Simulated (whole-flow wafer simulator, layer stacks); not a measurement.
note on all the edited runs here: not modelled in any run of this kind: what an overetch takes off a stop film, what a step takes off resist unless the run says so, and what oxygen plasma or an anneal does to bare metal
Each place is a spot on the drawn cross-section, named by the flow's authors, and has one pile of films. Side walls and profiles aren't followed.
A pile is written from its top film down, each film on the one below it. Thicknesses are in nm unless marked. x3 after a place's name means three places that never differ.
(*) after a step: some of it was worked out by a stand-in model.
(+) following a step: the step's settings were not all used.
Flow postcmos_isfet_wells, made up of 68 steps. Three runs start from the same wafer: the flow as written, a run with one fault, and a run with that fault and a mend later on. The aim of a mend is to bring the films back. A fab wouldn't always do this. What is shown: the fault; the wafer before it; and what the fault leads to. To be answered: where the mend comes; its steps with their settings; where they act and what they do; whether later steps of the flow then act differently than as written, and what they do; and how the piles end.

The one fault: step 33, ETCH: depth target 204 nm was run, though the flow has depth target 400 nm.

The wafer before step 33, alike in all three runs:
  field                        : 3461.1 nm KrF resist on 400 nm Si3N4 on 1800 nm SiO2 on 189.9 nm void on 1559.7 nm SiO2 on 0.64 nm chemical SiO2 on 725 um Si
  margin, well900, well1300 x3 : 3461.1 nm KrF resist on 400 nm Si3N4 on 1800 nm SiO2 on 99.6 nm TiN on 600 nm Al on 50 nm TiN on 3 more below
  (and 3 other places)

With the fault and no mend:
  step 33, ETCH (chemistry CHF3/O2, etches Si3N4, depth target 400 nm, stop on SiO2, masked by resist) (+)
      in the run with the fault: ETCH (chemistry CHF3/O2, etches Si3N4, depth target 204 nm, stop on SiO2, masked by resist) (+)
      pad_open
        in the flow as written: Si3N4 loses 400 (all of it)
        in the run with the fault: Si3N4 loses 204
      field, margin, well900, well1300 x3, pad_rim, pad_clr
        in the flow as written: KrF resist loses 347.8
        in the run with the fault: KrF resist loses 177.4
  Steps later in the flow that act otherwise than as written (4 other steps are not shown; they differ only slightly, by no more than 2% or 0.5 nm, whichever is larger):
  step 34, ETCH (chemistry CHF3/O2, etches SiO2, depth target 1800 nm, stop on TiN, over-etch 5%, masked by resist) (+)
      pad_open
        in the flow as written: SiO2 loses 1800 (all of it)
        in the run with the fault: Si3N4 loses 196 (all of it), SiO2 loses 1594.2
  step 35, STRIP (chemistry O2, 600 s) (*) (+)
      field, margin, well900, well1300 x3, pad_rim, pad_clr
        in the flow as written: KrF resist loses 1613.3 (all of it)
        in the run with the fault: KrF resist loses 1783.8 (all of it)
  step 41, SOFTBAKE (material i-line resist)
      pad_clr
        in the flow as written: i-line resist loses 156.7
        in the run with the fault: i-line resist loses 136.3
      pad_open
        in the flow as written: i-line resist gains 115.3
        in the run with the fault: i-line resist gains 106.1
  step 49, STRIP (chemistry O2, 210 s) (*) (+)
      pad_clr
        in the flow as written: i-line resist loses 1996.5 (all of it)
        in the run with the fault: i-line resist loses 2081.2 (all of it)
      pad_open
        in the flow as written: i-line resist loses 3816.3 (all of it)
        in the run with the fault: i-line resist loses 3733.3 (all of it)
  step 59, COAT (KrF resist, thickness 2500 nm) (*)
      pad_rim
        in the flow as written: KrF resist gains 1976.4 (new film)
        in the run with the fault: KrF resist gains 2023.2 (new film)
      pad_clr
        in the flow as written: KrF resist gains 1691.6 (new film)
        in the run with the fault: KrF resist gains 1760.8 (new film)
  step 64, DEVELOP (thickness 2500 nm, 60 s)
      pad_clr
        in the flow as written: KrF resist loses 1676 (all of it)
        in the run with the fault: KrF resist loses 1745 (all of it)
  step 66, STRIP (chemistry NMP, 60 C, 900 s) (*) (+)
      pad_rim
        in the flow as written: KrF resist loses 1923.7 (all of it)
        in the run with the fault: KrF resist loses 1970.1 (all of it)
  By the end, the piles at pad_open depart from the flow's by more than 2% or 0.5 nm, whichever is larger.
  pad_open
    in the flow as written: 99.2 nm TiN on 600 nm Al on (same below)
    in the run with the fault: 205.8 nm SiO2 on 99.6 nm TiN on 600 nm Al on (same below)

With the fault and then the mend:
  After step 33 comes the mend.
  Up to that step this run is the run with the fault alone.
  step 33a, ETCH (chemistry CHF3/O2, etches Si3N4, depth target 196 nm, stop on SiO2, masked by resist) (the flow's step 33, run once more with other settings)
      field, margin, well900, well1300 x3, pad_rim, pad_clr
        KrF resist loses 170.4
      pad_open
        Si3N4 loses 196 (all of it)
  Later steps of the flow that are run all act as written at every place that is followed.
  At every place that both follow, the piles at the end match the flow's.
